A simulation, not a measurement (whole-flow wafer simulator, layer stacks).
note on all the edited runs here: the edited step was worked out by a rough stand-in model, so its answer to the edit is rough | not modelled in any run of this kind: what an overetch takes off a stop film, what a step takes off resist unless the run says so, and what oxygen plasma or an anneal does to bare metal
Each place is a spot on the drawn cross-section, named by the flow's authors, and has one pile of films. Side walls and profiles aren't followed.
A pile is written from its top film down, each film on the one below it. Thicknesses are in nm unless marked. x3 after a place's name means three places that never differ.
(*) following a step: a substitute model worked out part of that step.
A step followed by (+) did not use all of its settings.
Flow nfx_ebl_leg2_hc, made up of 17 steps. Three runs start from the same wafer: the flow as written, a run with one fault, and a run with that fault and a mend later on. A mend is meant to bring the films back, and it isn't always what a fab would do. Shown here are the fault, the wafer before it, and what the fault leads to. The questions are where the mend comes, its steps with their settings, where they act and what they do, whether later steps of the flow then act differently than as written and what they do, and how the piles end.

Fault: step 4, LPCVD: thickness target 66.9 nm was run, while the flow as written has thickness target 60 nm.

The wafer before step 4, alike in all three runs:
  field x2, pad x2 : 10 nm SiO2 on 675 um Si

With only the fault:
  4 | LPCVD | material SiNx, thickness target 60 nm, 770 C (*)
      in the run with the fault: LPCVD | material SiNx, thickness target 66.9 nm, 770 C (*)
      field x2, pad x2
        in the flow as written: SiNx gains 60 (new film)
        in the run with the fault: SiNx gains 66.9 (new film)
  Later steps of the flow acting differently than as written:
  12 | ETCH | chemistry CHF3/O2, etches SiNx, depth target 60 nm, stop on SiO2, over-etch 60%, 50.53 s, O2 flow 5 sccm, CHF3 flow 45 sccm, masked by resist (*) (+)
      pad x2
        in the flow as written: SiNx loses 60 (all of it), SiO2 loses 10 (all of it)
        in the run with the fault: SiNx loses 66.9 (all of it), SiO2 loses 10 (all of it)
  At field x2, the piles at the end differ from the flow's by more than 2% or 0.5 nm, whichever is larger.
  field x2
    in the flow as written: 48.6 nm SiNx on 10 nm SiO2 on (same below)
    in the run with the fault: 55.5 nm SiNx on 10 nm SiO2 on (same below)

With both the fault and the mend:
  The mend follows step 5.
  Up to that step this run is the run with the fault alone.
  5a | ETCH | chemistry h3po4, depth target 6.9 nm
      field x2, pad x2
        SiNx loses 6.9
  Later steps of the flow that are run all act as written at every place that is followed.
  By the end, the piles equal the flow's at every place that both follow.
